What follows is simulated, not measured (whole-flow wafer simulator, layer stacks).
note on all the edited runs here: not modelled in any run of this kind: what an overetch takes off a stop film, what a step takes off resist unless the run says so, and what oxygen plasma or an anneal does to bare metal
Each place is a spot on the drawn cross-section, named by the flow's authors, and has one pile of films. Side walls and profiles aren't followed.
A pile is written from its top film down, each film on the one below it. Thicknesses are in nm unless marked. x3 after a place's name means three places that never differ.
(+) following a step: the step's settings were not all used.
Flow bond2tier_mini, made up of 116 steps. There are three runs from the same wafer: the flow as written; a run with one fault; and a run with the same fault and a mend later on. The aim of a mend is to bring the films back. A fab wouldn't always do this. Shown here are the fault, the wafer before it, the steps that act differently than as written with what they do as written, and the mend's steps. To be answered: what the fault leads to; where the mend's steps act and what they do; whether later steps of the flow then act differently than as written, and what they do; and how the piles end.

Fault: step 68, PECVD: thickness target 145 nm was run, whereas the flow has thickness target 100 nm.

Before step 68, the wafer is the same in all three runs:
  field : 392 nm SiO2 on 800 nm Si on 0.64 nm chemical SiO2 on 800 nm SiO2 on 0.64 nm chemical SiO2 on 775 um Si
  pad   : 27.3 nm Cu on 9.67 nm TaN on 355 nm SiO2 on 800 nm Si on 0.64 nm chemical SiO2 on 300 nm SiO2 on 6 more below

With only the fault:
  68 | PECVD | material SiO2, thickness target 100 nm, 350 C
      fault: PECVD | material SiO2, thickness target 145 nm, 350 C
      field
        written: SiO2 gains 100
        fault: SiO2 gains 145
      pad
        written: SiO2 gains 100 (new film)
        fault: SiO2 gains 145 (new film)
  Steps further on in the flow that do not act as written:
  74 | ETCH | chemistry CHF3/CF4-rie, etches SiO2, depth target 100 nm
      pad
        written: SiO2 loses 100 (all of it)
        fault: SiO2 loses 100
  The piles end different from the flow's at field, pad by more than 2% or 0.5 nm, whichever is larger.
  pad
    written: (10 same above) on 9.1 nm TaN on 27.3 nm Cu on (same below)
    fault: (10 same above) on 9.1 nm TaN on 45 nm SiO2 on 27.3 nm Cu on (same below)
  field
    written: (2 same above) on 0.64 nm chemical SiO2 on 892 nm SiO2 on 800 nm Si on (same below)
    fault: (2 same above) on 0.64 nm chemical SiO2 on 937 nm SiO2 on 800 nm Si on (same below)

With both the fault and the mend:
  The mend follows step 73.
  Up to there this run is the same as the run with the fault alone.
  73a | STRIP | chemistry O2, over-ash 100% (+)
      field
        KrF resist loses 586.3 (all of it)
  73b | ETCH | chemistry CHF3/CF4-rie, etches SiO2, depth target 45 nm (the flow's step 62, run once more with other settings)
      field, pad
        SiO2 loses 45
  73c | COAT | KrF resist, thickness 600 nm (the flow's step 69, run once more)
      field, pad
        KrF resist gains 600 (new film)
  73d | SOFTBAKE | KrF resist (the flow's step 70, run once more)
      leaves every film unchanged at each place that is followed
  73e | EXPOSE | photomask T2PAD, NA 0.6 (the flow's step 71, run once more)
      leaves every film unchanged at each place that is followed
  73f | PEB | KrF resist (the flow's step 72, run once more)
      leaves every film unchanged at each place that is followed
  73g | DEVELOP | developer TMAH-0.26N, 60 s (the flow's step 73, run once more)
      field
        KrF resist loses 13.7
      pad
        KrF resist loses 600 (all of it)
  Every later step of the flow that is run acts as written at every place that is followed.
  At every place that both follow, the piles at the end match the flow's.
